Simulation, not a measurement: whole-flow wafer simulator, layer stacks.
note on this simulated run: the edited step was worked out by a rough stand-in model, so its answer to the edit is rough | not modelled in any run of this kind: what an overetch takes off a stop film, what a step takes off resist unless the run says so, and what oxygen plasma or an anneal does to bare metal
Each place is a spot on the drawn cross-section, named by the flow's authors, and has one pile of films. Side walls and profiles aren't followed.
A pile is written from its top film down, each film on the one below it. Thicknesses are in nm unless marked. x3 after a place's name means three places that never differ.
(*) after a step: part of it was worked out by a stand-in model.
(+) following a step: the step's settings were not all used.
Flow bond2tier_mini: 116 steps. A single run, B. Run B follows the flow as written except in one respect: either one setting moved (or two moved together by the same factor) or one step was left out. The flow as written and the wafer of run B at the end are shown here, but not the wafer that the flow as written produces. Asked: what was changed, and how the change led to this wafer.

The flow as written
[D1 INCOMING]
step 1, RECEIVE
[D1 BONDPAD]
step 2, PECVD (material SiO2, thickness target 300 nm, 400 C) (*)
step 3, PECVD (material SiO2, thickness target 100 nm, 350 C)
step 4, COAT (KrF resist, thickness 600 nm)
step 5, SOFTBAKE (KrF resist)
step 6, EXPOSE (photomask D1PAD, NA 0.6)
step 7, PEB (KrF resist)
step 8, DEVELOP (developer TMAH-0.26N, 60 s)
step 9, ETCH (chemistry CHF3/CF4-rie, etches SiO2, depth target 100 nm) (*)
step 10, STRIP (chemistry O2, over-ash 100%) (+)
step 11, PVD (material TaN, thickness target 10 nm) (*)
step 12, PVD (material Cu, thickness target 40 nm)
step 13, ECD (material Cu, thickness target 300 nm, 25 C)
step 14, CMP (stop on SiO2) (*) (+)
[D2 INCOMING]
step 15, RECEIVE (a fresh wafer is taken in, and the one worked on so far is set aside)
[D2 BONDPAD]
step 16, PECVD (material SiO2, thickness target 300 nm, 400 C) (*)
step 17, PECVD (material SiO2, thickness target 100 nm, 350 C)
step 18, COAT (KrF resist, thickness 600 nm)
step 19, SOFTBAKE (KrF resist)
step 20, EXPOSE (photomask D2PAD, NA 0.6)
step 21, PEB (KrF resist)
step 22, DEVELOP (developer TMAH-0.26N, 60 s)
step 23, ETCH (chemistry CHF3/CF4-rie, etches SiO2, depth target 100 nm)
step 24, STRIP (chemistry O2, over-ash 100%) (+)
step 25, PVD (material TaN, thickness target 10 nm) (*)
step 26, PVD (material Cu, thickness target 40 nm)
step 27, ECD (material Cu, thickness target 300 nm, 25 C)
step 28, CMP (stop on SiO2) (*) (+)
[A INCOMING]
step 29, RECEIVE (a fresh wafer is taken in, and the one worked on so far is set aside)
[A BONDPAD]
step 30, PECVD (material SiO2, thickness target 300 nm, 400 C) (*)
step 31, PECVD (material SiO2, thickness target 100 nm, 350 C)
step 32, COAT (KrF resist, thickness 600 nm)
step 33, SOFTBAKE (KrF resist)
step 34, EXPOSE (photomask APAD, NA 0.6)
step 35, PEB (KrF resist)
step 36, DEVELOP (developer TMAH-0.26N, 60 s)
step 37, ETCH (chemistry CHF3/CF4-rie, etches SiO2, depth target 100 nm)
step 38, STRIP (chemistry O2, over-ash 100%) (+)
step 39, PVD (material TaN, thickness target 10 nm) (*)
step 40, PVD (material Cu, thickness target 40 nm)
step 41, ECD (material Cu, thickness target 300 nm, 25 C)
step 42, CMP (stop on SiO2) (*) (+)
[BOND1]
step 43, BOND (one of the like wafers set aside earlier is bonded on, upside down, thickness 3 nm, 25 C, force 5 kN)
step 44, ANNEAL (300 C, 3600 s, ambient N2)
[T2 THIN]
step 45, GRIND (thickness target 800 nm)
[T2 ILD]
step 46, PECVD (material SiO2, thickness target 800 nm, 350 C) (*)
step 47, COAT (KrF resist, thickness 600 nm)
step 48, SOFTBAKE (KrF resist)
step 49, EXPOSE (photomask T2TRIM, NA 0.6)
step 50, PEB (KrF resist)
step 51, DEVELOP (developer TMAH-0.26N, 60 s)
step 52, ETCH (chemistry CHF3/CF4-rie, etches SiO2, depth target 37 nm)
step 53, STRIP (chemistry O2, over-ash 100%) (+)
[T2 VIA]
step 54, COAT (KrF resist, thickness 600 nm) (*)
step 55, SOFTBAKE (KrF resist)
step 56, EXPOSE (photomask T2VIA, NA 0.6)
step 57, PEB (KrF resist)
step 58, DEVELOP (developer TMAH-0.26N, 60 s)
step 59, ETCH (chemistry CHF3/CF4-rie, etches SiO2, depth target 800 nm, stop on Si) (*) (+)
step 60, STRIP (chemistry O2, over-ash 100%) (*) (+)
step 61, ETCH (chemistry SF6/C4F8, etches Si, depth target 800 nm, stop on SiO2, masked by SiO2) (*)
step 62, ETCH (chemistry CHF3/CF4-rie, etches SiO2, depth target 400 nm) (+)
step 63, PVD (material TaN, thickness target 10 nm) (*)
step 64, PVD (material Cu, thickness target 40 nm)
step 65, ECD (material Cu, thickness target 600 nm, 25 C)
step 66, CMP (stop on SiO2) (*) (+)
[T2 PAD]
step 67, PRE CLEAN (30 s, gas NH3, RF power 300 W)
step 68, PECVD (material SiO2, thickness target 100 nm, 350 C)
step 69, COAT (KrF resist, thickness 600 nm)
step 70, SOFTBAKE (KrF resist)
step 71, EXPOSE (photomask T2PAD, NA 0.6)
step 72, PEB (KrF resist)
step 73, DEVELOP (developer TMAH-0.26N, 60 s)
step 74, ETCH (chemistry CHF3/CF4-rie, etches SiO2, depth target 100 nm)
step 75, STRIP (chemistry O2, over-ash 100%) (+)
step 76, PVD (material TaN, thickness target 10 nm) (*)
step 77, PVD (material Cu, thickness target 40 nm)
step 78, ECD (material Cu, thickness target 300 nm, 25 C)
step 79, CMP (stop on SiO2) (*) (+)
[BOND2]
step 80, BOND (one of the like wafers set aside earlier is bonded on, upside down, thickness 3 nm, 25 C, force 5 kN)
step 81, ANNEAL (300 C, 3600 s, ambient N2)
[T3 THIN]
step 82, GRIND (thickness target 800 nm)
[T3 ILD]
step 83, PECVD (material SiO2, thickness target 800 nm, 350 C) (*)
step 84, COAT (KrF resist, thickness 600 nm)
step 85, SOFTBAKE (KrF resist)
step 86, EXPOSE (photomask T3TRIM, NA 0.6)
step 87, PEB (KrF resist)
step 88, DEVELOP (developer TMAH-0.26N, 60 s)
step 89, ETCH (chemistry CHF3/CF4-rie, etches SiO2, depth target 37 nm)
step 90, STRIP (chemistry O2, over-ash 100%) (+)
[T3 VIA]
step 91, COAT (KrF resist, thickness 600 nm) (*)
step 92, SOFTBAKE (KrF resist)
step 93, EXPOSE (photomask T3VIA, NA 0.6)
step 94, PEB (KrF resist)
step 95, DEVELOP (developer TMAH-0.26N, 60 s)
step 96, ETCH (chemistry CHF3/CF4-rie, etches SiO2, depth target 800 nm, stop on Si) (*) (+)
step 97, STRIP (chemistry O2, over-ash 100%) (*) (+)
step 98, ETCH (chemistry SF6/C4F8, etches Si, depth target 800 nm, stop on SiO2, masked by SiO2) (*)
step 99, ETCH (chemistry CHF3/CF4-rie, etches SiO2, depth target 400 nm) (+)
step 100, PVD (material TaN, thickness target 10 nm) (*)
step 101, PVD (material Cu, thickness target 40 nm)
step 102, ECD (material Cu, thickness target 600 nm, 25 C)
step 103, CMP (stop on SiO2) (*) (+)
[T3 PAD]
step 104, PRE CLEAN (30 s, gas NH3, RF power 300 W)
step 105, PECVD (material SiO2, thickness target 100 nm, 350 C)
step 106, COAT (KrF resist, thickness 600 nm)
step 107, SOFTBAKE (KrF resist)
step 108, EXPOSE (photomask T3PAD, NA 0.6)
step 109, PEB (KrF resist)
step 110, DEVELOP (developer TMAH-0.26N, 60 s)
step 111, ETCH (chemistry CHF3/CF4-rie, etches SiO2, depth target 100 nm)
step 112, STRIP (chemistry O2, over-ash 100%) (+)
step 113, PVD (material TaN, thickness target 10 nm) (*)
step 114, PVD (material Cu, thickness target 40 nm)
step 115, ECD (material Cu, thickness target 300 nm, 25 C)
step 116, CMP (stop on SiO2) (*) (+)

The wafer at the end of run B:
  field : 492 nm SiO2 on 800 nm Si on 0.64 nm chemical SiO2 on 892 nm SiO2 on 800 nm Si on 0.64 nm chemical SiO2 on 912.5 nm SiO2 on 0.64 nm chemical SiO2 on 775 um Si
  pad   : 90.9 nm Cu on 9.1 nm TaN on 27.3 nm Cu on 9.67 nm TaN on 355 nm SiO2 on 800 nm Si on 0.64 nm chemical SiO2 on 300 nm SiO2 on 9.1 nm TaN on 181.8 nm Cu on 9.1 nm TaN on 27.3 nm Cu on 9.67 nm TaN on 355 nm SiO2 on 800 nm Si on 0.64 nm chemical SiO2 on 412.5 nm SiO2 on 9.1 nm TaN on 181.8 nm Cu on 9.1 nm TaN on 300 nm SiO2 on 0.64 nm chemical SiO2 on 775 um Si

What caused this: step 2, PECVD: thickness target 412.5 nm was run, though the flow has thickness target 300 nm.
The wafer lets one read it off: pad has SiO2 412.5, and step 2 as written asks for 300 nm.

Step by step, how the change led to this:
  step 2, PECVD (material SiO2, thickness target 300 nm, 400 C) (*)
      field, pad, via: +412.5 SiO2 (new film) (it would be, as written: +300 SiO2 (new film))
  step 43, BOND (one of the like wafers set aside earlier is bonded on, upside down, thickness 3 nm, 25 C, force 5 kN)
      field: +775 um Si (new film), +0.64 chemical SiO2 (new film), +512.5 SiO2 (it would be, as written: +775 um Si (new film), +0.64 chemical SiO2 (new film), +400 SiO2)
      pad: +775 um Si (new film), +0.64 chemical SiO2 (new film), +412.5 SiO2 (new film), +9.1 TaN (new film), +90.9 Cu (it would be, as written: +775 um Si (new film), +0.64 chemical SiO2 (new film), +300 SiO2 (new film), +9.1 TaN (new film), +90.9 Cu)
      (and at 1 other place as well)
